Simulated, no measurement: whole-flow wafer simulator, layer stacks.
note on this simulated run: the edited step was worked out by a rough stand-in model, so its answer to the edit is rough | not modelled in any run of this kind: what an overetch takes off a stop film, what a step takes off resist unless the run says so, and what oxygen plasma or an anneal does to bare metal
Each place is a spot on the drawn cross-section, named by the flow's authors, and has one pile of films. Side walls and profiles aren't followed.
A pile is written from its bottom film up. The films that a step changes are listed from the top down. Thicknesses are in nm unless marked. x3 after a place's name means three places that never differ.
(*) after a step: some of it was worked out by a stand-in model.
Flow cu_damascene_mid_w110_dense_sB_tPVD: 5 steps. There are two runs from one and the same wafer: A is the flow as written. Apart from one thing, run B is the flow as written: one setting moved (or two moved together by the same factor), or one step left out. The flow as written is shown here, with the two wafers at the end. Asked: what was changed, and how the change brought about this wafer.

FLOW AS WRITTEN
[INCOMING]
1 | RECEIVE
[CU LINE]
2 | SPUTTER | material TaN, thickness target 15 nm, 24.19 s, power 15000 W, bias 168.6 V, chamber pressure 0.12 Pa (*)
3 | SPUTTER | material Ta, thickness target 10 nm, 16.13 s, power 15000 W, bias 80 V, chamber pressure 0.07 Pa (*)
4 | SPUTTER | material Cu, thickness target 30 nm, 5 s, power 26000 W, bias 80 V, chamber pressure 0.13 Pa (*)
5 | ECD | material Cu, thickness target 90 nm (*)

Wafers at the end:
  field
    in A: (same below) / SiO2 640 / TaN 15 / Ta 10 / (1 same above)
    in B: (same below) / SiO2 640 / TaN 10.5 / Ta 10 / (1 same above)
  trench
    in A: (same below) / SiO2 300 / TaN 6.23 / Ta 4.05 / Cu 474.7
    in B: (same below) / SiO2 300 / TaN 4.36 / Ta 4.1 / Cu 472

What caused this: step 2, SPUTTER: 16.93 s was run, though the flow has 24.19 s.

The path from the change to this, step by step:
  2 | SPUTTER | material TaN, thickness target 15 nm, 24.19 s, power 15000 W, bias 168.6 V, chamber pressure 0.12 Pa (*)
      field: A TaN gains 15 (new film) | B TaN gains 10.5 (new film)
      trench: A TaN gains 6.23 (new film) | B TaN gains 4.36 (new film)
